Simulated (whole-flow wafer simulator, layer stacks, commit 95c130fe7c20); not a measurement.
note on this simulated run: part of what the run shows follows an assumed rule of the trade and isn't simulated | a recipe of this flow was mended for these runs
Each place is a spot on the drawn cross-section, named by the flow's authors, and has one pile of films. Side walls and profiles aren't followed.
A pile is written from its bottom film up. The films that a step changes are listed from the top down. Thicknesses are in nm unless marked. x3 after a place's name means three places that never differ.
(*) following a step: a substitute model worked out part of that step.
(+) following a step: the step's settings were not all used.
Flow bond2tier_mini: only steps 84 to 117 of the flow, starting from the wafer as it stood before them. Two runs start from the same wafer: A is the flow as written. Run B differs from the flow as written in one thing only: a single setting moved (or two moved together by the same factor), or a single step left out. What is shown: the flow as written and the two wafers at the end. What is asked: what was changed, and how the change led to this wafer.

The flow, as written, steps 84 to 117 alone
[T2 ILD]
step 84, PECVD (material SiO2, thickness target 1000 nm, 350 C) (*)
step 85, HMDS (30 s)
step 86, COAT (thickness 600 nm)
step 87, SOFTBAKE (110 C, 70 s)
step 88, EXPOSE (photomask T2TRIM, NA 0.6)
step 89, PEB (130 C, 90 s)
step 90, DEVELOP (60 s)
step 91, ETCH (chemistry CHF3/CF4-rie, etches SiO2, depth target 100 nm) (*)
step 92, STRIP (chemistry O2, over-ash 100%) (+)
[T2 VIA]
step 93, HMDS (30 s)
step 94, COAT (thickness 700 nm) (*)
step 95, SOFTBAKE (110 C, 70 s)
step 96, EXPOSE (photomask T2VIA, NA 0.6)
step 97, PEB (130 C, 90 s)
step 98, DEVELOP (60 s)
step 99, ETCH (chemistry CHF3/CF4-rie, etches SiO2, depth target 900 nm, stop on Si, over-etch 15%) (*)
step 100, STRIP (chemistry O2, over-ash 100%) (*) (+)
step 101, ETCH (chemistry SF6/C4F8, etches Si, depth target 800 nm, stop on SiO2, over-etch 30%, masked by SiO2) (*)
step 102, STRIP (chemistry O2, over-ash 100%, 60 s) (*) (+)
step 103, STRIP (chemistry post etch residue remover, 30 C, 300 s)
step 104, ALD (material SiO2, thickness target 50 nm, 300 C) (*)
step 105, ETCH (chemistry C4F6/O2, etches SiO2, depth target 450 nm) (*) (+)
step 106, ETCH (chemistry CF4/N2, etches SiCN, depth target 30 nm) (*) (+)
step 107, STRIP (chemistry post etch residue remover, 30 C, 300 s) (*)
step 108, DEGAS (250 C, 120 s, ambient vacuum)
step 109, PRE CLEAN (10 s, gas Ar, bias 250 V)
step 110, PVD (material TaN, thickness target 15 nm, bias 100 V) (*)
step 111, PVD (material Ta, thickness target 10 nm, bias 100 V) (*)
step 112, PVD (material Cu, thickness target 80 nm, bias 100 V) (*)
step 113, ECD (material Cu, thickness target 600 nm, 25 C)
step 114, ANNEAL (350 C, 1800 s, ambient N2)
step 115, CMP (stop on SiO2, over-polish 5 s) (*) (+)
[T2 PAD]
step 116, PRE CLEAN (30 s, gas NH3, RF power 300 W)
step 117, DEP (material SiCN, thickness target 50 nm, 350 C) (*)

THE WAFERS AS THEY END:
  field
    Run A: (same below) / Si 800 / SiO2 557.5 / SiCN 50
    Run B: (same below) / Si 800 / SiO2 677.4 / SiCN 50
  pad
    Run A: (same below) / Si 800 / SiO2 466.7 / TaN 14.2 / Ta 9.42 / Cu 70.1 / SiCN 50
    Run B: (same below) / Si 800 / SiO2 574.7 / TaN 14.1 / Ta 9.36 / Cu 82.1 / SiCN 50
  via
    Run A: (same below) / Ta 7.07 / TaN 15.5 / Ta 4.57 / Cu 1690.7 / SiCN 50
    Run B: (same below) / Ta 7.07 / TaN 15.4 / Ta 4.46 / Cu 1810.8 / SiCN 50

Cause: step 84, PECVD: thickness target 1120 nm was run, though the flow has thickness target 1000 nm; step 91, ETCH: depth target 112 nm was run, where the flow has depth target 100 nm.

How this came from the change, step by step:
  step 84, PECVD (material SiO2, thickness target 1000 nm, 350 C) (*)
      field, pad, via: A +1000 SiO2 (new film) | B +1120 SiO2 (new film)
  step 91, ETCH (chemistry CHF3/CF4-rie, etches SiO2, depth target 100 nm) (*)
      pad, via: A -100 SiO2 | B -112 SiO2
      field: A -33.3 thick-KrF-resist | B -37.3 thick-KrF-resist
  step 99, ETCH (chemistry CHF3/CF4-rie, etches SiO2, depth target 900 nm, stop on Si, over-etch 15%) (*)
      via: A -900 SiO2 (all of it), -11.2 Si | B -1008 SiO2 (all of it), -2.25 Si
  step 112, PVD (material Cu, thickness target 80 nm, bias 100 V) (*)
      via: A +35 Cu (new film) | B +34.1 Cu (new film)
  step 113, ECD (material Cu, thickness target 600 nm, 25 C)
      via: A +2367 Cu | B +2488 Cu
